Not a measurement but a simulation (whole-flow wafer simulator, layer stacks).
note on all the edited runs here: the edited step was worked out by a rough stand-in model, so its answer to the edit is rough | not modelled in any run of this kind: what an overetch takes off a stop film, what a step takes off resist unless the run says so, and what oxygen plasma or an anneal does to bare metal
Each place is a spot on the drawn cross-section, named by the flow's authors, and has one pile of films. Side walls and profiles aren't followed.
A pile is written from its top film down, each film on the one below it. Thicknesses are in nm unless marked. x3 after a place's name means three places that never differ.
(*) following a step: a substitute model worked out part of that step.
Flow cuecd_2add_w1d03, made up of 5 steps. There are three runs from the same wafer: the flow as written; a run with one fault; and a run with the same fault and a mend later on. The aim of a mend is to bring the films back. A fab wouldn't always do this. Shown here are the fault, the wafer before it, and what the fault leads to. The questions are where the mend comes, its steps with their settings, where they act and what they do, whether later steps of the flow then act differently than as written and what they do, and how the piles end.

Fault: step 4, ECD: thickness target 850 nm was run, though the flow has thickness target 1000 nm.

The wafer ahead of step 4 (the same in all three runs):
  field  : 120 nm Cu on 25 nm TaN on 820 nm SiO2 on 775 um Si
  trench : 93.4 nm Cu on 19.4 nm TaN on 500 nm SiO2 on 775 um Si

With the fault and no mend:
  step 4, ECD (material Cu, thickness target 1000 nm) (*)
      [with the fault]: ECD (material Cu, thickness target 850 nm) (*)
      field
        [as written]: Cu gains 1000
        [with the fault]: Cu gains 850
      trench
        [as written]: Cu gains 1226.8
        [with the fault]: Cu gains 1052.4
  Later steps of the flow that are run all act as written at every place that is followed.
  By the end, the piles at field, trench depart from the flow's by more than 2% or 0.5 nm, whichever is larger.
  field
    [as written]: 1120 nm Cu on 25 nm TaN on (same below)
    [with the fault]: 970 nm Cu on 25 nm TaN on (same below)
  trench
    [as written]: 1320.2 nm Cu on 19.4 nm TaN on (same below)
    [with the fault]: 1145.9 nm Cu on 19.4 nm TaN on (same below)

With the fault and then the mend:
  After step 5 comes the mend.
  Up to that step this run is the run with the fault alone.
  step 5a, ECD (material Cu, thickness target 150 nm) (*) (a further turn of the flow's step 4, with different settings)
      field, trench
        Cu gains 150
  Later steps of the flow that are run all act as written at every place that is followed.
  When the end is reached, the piles differ only a little from the flow's at the places that both follow, at most by 2% or 0.5 nm, whichever is larger.
